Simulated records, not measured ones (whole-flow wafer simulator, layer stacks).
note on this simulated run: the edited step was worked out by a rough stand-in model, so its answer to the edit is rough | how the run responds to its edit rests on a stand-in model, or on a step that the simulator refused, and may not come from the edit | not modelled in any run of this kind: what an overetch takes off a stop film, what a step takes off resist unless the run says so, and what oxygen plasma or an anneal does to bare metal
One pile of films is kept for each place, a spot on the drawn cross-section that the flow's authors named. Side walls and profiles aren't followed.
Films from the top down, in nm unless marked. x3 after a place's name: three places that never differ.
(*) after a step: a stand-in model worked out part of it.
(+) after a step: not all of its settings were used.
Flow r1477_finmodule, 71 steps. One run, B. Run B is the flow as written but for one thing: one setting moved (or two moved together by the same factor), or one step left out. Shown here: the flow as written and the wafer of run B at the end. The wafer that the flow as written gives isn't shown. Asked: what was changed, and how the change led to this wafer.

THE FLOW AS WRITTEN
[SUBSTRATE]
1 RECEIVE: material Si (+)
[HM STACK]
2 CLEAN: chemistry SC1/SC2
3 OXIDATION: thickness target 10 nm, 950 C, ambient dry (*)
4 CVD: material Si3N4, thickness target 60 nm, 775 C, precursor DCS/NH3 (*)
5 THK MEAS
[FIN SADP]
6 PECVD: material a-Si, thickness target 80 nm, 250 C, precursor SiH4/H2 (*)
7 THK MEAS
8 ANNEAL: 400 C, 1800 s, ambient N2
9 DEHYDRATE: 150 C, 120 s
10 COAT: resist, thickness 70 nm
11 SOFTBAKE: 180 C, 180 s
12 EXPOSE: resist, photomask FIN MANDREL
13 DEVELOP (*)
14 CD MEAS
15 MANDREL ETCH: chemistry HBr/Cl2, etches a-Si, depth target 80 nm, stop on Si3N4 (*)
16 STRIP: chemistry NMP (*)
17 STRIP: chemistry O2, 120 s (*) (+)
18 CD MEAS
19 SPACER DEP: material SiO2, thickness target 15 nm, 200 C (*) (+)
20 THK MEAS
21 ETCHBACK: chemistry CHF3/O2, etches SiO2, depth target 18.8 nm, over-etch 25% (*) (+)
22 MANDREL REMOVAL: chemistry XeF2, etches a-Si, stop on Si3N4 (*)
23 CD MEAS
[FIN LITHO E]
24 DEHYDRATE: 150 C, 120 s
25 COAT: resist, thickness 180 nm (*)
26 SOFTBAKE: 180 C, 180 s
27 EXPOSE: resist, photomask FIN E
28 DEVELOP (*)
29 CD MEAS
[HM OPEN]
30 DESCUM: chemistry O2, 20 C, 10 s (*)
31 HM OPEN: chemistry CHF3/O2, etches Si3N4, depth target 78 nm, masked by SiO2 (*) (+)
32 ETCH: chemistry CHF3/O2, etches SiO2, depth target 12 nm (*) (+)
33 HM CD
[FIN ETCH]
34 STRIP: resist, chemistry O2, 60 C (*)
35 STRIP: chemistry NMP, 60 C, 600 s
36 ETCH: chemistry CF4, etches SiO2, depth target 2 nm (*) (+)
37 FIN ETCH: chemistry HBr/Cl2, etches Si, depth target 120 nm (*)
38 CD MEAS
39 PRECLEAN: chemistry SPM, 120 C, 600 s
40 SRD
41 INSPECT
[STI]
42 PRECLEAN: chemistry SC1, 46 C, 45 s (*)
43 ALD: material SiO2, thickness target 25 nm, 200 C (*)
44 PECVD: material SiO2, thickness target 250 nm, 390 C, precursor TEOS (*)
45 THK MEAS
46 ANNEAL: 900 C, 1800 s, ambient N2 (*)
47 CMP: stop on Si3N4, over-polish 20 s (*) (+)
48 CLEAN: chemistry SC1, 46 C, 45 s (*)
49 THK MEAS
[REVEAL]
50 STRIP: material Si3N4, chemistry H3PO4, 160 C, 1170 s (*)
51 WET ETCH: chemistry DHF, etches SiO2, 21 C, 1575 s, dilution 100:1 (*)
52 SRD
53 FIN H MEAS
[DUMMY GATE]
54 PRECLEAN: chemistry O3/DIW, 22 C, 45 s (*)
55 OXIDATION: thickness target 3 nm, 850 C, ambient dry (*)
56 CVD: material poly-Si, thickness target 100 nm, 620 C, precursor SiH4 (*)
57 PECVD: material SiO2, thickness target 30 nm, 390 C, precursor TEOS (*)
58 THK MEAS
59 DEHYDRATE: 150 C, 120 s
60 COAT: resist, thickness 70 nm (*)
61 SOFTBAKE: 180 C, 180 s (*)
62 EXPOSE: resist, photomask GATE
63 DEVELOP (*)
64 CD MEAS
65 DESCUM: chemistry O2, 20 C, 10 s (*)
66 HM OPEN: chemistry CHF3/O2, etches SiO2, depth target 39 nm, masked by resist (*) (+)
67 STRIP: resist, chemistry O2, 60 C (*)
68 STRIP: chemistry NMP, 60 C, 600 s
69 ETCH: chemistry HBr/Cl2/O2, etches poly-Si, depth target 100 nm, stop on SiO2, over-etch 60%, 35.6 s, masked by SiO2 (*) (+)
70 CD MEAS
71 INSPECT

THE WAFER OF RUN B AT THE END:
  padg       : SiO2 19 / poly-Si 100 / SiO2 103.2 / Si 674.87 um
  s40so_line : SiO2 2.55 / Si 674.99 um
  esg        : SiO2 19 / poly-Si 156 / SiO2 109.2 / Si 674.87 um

The cause: step 57, PECVD: thickness target 24.3 nm was run, where the flow has thickness target 30 nm.

How the change led to this, step by step:
  57 PECVD: material SiO2, thickness target 30 nm, 390 C, precursor TEOS (*)
      pad, padg, elg and 33 more: SiO2 +24.3 (new film) (as written it would be: SiO2 +30 (new film))
  66 HM OPEN: chemistry CHF3/O2, etches SiO2, depth target 39 nm, masked by resist (*) (+)
      pad, elo, eso and 15 more: SiO2 -24.3 (all of it), poly-Si -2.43 (as written it would be: SiO2 -30 (all of it), poly-Si -1.8)
      padg, elg, esg and 15 more: resist -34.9 (as written it would be: resist -37.4)
  67 STRIP: resist, chemistry O2, 60 C (*)
      padg, elg, esg: resist -18.3 (all of it) (as written it would be: resist -15.9 (all of it))
      e40lg, e100lg, e200lg: resist -15.2 (all of it) (as written it would be: resist -12.8 (all of it))
      (and at 12 more places)
